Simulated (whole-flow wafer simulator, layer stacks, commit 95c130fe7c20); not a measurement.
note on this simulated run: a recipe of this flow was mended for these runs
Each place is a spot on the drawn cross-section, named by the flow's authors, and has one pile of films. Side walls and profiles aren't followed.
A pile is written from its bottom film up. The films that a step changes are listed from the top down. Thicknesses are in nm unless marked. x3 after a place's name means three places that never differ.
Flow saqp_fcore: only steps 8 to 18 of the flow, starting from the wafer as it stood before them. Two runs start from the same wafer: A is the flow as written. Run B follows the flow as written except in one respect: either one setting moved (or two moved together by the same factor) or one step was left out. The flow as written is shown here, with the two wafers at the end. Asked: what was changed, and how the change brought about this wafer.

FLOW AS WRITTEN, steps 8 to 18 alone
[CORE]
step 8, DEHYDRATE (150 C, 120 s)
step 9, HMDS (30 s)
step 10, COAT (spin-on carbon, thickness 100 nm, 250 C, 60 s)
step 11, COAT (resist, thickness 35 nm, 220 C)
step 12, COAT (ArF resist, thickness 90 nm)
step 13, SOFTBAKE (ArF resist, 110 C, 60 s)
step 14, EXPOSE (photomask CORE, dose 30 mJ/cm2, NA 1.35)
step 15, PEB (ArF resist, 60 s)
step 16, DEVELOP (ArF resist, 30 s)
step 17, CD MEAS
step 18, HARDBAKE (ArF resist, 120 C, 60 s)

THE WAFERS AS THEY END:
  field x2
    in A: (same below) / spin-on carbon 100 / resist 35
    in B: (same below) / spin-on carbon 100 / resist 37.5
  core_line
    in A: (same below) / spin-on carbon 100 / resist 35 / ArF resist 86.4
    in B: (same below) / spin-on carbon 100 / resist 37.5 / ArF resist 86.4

Cause: step 11, COAT: thickness 37.5 nm was run, whereas the flow has thickness 35 nm.
The wafer lets one read it off: field x2 has resist 37.5, and step 11 as written asks for 35 nm.

How this came from the change, step by step:
  step 11, COAT (resist, thickness 35 nm, 220 C)
      field x2, core_line: A +35 resist (new film) | B +37.5 resist (new film)
